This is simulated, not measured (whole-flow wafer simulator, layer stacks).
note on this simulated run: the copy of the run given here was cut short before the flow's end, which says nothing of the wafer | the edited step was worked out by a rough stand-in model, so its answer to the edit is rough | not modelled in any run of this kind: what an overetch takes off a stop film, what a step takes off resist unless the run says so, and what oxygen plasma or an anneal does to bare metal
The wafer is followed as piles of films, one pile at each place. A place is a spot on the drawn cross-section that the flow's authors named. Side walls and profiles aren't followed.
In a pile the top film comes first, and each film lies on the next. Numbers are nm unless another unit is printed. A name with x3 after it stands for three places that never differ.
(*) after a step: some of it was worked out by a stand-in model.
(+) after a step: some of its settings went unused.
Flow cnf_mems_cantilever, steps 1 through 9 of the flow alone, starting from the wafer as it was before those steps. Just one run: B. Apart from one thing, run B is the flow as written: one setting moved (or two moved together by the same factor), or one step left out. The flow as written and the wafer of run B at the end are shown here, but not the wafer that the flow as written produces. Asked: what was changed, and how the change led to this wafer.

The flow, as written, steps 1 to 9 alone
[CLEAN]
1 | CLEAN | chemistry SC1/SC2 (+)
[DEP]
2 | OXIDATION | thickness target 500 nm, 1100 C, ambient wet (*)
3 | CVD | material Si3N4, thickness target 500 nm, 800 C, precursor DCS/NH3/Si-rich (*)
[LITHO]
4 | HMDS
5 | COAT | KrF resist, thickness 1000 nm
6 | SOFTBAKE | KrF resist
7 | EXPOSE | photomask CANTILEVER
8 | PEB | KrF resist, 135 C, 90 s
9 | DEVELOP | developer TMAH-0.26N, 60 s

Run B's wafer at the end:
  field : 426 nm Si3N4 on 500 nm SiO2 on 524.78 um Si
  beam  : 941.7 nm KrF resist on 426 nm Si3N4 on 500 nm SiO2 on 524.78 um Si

Cause: step 3, CVD: thickness target 426 nm was run, whereas the flow has thickness target 500 nm.
The wafer itself shows it: field has Si3N4 426, and step 3 as written asks for 500 nm.

Step by step, how the change led to this:
  3 | CVD | material Si3N4, thickness target 500 nm, 800 C, precursor DCS/NH3/Si-rich (*)
      field, beam: +426 Si3N4 (new film) (in the flow as written it would be: +500 Si3N4 (new film))
